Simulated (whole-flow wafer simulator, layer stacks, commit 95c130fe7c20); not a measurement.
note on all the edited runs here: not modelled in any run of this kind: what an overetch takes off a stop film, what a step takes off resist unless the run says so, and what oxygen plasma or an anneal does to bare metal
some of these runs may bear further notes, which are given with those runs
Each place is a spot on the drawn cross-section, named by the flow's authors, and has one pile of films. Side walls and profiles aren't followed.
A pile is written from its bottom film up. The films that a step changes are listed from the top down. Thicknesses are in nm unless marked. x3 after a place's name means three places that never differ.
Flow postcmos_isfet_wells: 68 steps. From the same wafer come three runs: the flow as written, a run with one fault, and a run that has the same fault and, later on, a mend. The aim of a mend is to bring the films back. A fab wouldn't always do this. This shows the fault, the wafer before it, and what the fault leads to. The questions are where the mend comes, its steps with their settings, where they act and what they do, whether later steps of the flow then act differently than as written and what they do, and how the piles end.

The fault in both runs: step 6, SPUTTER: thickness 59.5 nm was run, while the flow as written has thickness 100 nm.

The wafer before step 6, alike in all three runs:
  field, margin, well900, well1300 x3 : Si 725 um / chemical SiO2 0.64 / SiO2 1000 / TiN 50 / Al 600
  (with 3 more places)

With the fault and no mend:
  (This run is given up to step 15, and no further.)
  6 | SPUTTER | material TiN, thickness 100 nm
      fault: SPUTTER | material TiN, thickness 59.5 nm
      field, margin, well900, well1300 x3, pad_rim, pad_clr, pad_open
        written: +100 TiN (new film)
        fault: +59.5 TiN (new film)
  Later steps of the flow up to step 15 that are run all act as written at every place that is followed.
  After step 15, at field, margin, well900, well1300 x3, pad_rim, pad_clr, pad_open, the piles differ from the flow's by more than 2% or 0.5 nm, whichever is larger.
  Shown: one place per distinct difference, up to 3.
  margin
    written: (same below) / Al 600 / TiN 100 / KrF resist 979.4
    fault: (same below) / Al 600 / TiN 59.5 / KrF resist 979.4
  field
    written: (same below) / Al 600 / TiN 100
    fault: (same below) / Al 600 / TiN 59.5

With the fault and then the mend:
  After step 6 comes the mend.
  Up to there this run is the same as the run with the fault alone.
  6a | ETCH | chemistry peroxide tin strip, depth target 68.42 nm
      field, margin, well900, well1300 x3, pad_rim, pad_clr, pad_open
        -59.5 TiN (all of it)
  6b | SPUTTER | material TiN, thickness 100 nm (a further turn of the flow's step 6)
      field, margin, well900, well1300 x3, pad_rim, pad_clr, pad_open
        +100 TiN (new film)
  Later steps of the flow that are run all act as written at every place that is followed.
  By the end, the piles equal the flow's at every place that both follow.
